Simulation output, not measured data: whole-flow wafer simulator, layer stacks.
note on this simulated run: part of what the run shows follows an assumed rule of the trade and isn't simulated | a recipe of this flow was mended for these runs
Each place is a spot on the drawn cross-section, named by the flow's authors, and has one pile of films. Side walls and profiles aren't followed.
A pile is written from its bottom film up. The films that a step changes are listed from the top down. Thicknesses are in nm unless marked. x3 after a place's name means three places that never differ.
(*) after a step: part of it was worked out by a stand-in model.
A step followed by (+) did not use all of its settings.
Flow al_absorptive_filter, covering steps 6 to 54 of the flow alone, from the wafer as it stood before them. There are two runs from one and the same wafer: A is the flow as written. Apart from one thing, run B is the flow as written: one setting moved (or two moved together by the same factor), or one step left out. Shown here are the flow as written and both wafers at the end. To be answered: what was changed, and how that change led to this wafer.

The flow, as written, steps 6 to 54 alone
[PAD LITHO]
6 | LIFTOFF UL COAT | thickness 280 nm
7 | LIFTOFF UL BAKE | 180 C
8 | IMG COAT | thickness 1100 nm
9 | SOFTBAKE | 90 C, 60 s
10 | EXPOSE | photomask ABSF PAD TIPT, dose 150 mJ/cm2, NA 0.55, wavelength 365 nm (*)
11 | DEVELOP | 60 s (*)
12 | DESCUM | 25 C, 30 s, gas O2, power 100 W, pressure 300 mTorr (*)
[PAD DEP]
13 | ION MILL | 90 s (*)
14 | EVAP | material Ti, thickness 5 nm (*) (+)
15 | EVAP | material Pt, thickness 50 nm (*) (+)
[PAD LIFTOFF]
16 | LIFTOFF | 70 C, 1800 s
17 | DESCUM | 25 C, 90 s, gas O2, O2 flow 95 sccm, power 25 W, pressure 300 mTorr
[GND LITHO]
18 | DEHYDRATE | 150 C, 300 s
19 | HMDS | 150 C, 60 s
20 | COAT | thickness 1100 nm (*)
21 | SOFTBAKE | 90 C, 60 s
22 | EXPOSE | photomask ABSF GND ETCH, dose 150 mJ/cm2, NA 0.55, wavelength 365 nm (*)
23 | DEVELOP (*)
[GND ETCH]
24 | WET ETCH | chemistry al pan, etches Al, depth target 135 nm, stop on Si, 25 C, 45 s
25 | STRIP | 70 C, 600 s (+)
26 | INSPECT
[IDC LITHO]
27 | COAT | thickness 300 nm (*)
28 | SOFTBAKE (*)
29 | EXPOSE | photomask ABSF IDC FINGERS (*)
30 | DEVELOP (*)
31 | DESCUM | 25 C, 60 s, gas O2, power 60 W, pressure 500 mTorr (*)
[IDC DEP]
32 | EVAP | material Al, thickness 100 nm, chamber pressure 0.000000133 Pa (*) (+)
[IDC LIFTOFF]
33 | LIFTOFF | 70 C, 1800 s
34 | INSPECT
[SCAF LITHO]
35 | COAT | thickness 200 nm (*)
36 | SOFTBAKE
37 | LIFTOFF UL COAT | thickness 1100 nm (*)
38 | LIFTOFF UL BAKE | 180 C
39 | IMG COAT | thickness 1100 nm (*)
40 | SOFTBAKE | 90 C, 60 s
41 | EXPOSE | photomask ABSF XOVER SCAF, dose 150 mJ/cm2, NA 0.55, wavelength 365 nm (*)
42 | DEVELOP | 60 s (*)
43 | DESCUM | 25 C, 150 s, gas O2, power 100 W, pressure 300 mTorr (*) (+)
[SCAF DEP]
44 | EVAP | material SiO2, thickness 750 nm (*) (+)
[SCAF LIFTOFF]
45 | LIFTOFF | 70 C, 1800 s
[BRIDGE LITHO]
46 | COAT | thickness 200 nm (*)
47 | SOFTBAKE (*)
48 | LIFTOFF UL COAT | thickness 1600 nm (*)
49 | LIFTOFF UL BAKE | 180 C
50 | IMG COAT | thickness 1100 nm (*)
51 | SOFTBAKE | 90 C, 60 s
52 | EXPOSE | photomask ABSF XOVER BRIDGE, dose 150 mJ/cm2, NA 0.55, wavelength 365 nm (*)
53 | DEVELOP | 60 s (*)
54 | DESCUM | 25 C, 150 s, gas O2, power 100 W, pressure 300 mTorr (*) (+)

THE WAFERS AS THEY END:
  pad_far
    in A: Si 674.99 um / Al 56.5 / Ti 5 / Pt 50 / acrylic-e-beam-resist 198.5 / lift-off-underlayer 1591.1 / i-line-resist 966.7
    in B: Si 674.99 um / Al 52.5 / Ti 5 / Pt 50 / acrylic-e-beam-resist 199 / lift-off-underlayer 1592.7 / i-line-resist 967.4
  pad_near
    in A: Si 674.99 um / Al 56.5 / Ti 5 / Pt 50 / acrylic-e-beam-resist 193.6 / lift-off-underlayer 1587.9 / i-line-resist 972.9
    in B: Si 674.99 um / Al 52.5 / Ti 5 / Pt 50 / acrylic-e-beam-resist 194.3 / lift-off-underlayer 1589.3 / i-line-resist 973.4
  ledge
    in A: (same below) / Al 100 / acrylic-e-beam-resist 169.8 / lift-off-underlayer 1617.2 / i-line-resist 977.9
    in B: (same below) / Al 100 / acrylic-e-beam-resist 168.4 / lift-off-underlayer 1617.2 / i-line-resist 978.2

The reason: step 13, ION MILL: 102 s was run, whereas the flow has 90 s.

How this came from the change, step by step:
  13 | ION MILL | 90 s (*)
      gnd, ledge, res and 9 more: A i-line-resist loses 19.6 | B i-line-resist loses 22.3
      pad_far, pad_near: A Al loses 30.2 | B Al loses 34.2
